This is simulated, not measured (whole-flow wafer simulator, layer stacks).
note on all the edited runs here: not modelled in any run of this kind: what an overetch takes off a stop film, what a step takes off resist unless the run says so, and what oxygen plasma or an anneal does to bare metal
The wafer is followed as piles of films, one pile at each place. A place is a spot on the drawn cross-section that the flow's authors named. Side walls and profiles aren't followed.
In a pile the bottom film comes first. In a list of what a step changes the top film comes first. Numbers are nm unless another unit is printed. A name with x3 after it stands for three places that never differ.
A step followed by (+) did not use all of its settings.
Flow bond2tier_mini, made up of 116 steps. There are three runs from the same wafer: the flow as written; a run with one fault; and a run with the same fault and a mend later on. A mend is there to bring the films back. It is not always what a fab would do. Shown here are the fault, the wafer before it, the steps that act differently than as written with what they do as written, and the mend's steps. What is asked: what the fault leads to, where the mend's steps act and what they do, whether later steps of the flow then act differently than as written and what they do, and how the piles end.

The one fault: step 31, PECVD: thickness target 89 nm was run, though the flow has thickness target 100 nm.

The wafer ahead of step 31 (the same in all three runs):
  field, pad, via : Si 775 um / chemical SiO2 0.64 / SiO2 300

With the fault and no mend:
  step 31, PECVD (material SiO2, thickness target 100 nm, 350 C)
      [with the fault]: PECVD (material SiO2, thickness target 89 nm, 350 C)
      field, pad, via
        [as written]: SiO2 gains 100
        [with the fault]: SiO2 gains 89
  None of the later steps of the flow acts differently than as written at any place that is followed.
  By the end, the piles at pad depart from the flow's by more than 2% or 0.5 nm, whichever is larger.
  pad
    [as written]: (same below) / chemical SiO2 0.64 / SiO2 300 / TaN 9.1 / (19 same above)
    [with the fault]: (same below) / chemical SiO2 0.64 / SiO2 289 / TaN 9.1 / (19 same above)

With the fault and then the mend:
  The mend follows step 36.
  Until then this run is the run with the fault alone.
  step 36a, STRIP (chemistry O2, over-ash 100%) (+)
      field
        KrF resist loses 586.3 (all of it)
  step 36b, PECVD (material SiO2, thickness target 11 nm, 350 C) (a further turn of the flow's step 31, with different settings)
      field, pad, via
        SiO2 gains 11
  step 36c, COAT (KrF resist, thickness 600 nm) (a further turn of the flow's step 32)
      field, pad, via
        KrF resist gains 600 (new film)
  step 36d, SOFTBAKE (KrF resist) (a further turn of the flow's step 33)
      leaves every film unchanged at each place that is followed
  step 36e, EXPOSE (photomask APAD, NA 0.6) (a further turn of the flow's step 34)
      leaves every film unchanged at each place that is followed
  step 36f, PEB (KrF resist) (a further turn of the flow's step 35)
      leaves every film unchanged at each place that is followed
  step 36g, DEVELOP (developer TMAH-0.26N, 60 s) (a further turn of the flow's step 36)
      pad, via
        KrF resist loses 600 (all of it)
      field
        KrF resist loses 13.7
  None of the later steps of the flow acts differently than as written at any place that is followed.
  By the end, the piles equal the flow's at every place that both follow.
